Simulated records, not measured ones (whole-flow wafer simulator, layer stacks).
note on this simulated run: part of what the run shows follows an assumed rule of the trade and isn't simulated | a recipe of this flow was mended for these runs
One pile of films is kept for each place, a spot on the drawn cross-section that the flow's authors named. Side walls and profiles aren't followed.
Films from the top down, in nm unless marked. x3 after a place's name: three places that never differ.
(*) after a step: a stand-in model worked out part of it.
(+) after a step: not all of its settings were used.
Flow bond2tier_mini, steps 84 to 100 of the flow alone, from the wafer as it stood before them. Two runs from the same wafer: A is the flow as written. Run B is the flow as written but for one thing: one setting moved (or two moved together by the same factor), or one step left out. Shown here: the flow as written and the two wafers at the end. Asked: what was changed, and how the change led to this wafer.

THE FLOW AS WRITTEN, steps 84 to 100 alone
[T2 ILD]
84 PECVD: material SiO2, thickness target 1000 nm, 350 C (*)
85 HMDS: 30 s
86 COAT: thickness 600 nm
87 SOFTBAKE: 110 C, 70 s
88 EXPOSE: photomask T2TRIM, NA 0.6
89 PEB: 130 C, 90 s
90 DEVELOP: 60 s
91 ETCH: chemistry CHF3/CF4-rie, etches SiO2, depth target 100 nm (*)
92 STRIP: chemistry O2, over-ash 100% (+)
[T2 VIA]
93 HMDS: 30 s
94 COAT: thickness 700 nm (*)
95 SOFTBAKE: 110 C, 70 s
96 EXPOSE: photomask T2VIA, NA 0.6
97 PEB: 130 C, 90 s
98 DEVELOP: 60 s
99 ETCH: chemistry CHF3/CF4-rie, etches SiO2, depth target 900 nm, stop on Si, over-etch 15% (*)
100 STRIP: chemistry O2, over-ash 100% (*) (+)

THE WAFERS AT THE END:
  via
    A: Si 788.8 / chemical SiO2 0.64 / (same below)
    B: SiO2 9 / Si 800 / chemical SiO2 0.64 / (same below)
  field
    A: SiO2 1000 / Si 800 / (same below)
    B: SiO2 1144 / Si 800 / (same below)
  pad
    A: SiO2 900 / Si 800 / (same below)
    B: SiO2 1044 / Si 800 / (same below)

The cause: step 84, PECVD: thickness target 1144 nm was run, where the flow has thickness target 1000 nm.
It can be read off the wafer: field has SiO2 1144, and step 84 as written asks for 1000 nm.

How the change led to this, step by step:
  84 PECVD: material SiO2, thickness target 1000 nm, 350 C (*)
      field, pad, via: A SiO2 +1000 (new film) | B SiO2 +1144 (new film)
  99 ETCH: chemistry CHF3/CF4-rie, etches SiO2, depth target 900 nm, stop on Si, over-etch 15% (*)
      via: A SiO2 -900 (all of it), Si -11.2 | B SiO2 -1035
